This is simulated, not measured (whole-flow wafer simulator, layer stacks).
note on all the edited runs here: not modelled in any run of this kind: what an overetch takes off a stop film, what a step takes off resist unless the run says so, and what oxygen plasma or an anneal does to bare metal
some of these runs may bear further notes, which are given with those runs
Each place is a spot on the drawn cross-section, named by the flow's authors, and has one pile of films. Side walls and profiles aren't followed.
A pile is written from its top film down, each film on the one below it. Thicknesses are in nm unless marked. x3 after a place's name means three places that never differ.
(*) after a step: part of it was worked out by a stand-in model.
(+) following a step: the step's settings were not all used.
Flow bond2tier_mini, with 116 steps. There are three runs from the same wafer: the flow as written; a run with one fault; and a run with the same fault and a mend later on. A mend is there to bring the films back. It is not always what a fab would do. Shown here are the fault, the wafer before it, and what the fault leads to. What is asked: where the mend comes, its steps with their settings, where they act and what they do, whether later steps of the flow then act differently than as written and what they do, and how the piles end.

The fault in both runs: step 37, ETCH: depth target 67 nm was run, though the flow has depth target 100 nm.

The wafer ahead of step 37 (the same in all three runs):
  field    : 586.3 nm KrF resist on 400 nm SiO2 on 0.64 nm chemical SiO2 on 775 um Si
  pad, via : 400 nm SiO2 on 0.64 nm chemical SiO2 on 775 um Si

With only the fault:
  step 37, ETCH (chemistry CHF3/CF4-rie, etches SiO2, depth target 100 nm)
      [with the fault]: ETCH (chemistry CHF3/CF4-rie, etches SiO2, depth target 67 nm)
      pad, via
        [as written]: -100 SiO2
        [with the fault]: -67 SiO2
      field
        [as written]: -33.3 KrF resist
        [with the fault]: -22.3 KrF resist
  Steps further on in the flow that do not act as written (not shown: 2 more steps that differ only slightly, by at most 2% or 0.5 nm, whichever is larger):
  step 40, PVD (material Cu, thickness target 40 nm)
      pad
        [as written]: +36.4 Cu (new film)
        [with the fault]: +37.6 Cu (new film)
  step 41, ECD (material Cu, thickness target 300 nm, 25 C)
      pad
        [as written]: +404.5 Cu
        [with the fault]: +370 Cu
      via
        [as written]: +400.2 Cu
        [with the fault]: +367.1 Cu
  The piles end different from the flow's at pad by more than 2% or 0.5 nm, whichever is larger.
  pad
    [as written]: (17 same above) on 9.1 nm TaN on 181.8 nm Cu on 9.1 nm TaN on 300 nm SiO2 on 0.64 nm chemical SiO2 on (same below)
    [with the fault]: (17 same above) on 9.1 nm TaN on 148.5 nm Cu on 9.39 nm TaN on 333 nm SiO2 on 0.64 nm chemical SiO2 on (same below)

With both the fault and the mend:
  The mend follows step 38.
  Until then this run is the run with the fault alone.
  step 38a, COAT (KrF resist, thickness 600 nm) (*) (the flow's step 32 again)
      field
        +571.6 KrF resist (new film)
      pad
        +629.6 KrF resist (new film)
      via
        +626 KrF resist (new film)
  step 38b, SOFTBAKE (KrF resist) (the flow's step 33 again)
      leaves every film unchanged at each place that is followed
  step 38c, EXPOSE (photomask APAD, NA 0.6) (the flow's step 34 again)
      leaves every film unchanged at each place that is followed
  step 38d, PEB (KrF resist) (the flow's step 35 again)
      leaves every film unchanged at each place that is followed
  step 38e, DEVELOP (developer TMAH-0.26N, 60 s) (the flow's step 36 again)
      field
        -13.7 KrF resist
      pad
        -629.6 KrF resist (all of it)
      via
        -626 KrF resist (all of it)
  step 38f, ETCH (chemistry CHF3/CF4-rie, etches SiO2, depth target 33 nm) (the flow's step 37 again, with other settings)
      pad, via
        -33 SiO2
      field
        -11 KrF resist
  step 38g, STRIP (chemistry O2, over-ash 100%) (+) (the flow's step 38 again)
      field
        -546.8 KrF resist (all of it)
  Later steps of the flow that are run all act as written at every place that is followed.
  The piles end the same as the flow's at every place that both follow.
